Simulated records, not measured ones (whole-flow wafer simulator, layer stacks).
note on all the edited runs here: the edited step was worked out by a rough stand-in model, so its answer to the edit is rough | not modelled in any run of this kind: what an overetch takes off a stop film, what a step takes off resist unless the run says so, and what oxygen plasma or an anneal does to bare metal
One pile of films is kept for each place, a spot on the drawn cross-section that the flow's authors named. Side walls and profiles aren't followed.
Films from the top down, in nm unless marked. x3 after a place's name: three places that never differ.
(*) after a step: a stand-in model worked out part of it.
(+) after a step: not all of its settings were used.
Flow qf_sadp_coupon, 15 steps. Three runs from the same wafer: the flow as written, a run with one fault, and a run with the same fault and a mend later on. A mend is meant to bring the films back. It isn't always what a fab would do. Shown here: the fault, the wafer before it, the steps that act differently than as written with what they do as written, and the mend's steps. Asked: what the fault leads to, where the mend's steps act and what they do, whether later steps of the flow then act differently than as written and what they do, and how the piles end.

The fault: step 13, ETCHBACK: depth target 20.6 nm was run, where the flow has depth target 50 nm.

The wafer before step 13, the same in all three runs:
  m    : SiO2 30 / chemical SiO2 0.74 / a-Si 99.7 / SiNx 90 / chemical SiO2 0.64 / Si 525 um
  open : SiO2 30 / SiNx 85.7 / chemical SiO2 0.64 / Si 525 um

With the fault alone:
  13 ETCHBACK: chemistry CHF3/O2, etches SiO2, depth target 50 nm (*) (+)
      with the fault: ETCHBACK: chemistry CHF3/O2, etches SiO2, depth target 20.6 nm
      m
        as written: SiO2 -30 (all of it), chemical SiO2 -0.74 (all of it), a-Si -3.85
        with the fault: SiO2 -20.6
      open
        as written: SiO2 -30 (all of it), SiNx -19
        with the fault: SiO2 -20.6
  Later steps of the flow that act differently than as written:
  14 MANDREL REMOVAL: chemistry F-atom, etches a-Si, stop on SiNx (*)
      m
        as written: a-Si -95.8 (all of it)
        with the fault: nothing
  At the end the piles differ from the flow's by more than 2% or 0.5 nm, whichever is larger, at m, open.
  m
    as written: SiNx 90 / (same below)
    with the fault: SiO2 9.4 / chemical SiO2 0.74 / a-Si 99.7 / SiNx 90 / (same below)
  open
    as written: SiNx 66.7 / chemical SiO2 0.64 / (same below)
    with the fault: SiO2 9.4 / SiNx 85.7 / chemical SiO2 0.64 / (same below)

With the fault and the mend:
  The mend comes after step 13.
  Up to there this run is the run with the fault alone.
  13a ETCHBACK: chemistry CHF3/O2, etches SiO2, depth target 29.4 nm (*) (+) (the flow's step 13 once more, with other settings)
      m
        SiO2 -9.4 (all of it), chemical SiO2 -0.74 (all of it), a-Si -3.85
      open
        SiO2 -9.4 (all of it), SiNx -19
  No later step of the flow acts differently than as written at any place that is followed.
  At the end the piles are the same as the flow's at every place that both follow.
